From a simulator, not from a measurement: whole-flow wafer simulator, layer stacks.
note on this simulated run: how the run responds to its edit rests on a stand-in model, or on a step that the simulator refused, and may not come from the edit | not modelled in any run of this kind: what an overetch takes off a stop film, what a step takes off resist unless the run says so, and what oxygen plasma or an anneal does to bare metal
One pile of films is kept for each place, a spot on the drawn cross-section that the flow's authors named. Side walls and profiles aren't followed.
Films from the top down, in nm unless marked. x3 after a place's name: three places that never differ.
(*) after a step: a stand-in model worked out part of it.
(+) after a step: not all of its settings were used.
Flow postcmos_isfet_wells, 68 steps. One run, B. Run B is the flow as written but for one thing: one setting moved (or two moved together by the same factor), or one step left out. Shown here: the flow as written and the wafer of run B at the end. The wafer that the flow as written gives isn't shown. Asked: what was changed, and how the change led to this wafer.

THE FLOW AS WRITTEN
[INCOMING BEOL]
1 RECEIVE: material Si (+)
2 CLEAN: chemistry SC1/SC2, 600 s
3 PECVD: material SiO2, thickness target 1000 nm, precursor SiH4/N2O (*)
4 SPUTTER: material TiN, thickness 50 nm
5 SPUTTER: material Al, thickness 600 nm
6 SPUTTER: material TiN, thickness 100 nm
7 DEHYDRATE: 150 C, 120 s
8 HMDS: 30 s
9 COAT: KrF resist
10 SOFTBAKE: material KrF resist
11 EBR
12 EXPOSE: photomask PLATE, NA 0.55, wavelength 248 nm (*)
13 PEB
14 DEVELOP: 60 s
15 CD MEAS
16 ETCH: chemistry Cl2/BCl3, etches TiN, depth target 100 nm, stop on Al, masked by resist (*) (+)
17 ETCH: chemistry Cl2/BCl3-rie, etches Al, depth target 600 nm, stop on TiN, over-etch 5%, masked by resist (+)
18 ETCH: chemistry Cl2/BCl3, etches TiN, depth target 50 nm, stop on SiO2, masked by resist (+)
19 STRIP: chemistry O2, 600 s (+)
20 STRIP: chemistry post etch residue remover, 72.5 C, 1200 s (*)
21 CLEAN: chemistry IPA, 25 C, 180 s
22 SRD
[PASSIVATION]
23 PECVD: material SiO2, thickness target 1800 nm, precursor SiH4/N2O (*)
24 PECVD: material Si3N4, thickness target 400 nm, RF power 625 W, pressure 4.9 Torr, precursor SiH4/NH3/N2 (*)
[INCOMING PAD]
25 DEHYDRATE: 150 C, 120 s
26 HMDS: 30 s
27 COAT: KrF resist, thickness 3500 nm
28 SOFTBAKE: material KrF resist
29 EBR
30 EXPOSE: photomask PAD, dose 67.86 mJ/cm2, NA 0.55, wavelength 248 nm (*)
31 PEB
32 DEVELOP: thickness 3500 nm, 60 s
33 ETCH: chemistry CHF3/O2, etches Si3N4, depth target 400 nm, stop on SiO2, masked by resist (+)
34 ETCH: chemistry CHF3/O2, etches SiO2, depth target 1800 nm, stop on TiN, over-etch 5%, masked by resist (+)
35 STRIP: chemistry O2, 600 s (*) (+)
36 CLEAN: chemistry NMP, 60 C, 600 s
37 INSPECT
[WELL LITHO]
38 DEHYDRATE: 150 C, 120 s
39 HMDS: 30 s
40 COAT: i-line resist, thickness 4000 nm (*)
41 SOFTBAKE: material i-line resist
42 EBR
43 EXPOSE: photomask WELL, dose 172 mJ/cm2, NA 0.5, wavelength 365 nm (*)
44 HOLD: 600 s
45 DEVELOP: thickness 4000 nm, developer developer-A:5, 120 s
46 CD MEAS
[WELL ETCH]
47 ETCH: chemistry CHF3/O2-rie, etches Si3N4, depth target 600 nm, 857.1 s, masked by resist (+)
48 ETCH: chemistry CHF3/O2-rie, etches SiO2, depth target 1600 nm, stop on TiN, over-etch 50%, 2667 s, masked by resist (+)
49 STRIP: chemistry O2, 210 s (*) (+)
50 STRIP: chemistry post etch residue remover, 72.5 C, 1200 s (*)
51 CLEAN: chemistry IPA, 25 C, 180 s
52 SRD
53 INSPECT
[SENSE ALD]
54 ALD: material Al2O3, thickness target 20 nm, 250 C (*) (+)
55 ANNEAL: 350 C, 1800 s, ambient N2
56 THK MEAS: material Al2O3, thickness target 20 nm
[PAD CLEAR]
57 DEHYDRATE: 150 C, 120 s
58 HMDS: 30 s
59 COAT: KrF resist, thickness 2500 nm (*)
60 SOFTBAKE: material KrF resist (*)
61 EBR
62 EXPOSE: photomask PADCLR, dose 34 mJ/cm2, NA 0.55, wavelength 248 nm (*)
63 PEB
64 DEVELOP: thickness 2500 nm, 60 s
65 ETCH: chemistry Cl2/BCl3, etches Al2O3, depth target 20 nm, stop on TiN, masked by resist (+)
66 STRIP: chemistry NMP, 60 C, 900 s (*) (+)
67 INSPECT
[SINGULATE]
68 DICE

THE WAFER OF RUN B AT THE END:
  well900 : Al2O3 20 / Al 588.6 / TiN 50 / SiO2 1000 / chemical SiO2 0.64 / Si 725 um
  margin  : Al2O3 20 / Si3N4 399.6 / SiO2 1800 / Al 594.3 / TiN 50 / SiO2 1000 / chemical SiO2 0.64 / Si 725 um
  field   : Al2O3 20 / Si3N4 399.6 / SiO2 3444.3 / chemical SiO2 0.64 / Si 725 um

The cause: step 6, SPUTTER: material TiN, thickness 100 nm, was left out.

How the change led to this, step by step:
  16 ETCH: chemistry Cl2/BCl3, etches TiN, depth target 100 nm, stop on Al, masked by resist (*) (+)
      field: nothing (as written it would be: TiN -100 (all of it))
  20 STRIP: chemistry post etch residue remover, 72.5 C, 1200 s (*)
      margin, well900, well1300, well2000, well3000, pad_rim, pad_clr, pad_open: Al -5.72 (as written it would be: TiN -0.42)
  23 PECVD: material SiO2, thickness target 1800 nm, precursor SiH4/N2O (*)
      field: SiO2 +2444.3 (as written it would be: SiO2 +1800 (new film), void +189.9 (new film), SiO2 +559.7)
  50 STRIP: chemistry post etch residue remover, 72.5 C, 1200 s (*)
      well900, well1300, well2000, well3000, pad_open: Al -5.72 (as written it would be: TiN -0.42)
